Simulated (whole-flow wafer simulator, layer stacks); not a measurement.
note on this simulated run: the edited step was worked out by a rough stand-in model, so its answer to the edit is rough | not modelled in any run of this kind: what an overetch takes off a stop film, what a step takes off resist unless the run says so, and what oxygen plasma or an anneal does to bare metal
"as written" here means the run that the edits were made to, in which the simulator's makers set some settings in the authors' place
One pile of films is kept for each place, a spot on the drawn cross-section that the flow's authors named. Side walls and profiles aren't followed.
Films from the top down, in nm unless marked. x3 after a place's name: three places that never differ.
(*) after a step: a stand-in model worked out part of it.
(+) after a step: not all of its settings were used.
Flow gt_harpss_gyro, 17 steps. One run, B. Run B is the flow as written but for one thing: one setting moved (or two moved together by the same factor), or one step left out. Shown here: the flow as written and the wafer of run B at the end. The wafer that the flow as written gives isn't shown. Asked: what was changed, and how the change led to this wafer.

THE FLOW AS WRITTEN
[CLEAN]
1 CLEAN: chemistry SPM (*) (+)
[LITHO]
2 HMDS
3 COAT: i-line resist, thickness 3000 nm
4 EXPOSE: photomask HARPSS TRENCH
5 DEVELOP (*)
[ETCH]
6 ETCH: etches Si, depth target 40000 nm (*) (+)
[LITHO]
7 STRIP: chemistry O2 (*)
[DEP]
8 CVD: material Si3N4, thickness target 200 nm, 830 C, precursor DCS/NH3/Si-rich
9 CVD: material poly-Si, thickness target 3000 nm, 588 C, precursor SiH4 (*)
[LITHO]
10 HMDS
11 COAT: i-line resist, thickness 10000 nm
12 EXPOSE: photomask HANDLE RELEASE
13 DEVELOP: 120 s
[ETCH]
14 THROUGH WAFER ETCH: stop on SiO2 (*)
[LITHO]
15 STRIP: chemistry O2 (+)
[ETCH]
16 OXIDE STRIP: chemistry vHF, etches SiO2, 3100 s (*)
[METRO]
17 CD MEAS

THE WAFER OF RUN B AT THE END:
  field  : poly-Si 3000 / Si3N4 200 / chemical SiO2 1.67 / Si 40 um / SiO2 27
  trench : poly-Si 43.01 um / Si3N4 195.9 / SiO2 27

The cause: step 16, OXIDE STRIP: 2542 s was run, where the flow has 3100 s.

How the change led to this, step by step:
  16 OXIDE STRIP: chemistry vHF, etches SiO2, 3100 s (*)
      field: under 4 films: SiO2 -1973 (as written it would be: under 4 films: SiO2 -2000 (all of it))
      trench: under 2 films: SiO2 -1973 (as written it would be: under 2 films: SiO2 -2000 (all of it))
